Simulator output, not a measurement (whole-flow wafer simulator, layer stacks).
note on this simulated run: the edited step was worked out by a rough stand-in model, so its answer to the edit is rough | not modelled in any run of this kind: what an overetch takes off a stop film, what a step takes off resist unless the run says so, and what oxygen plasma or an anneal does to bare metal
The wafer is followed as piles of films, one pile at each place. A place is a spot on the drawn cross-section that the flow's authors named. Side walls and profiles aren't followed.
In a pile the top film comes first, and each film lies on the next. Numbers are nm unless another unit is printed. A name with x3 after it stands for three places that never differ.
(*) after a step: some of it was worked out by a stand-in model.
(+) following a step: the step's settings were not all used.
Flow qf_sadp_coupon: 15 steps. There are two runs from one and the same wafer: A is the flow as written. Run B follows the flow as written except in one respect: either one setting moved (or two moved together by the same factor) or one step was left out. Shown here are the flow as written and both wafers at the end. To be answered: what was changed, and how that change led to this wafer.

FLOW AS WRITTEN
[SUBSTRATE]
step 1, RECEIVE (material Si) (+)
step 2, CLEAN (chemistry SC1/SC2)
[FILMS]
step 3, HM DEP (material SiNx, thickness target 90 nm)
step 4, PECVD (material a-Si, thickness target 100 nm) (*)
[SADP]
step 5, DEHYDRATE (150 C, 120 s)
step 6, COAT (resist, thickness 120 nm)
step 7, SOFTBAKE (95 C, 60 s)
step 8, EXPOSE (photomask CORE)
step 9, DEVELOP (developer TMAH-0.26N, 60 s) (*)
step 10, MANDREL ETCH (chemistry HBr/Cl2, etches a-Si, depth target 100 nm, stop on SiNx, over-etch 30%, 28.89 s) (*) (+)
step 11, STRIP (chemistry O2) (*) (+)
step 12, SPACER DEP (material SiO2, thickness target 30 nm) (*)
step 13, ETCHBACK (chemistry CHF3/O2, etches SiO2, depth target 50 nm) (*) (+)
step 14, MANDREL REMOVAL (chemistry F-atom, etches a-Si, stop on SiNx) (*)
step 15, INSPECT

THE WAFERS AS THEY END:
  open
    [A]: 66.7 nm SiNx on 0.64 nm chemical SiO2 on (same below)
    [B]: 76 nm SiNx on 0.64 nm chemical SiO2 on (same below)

The reason: step 13, ETCHBACK: depth target 40.2 nm was run, while the flow as written has depth target 50 nm.

Step by step, how the change led to this:
  step 13, ETCHBACK (chemistry CHF3/O2, etches SiO2, depth target 50 nm) (*) (+)
      m: A -30 SiO2 (all of it), -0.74 chemical SiO2 (all of it), -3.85 a-Si | B -30 SiO2 (all of it), -0.74 chemical SiO2 (all of it), -1.89 a-Si
      open: A -30 SiO2 (all of it), -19 SiNx | B -30 SiO2 (all of it), -9.71 SiNx
  step 14, MANDREL REMOVAL (chemistry F-atom, etches a-Si, stop on SiNx) (*)
      m: A -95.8 a-Si (all of it) | B -97.8 a-Si (all of it)
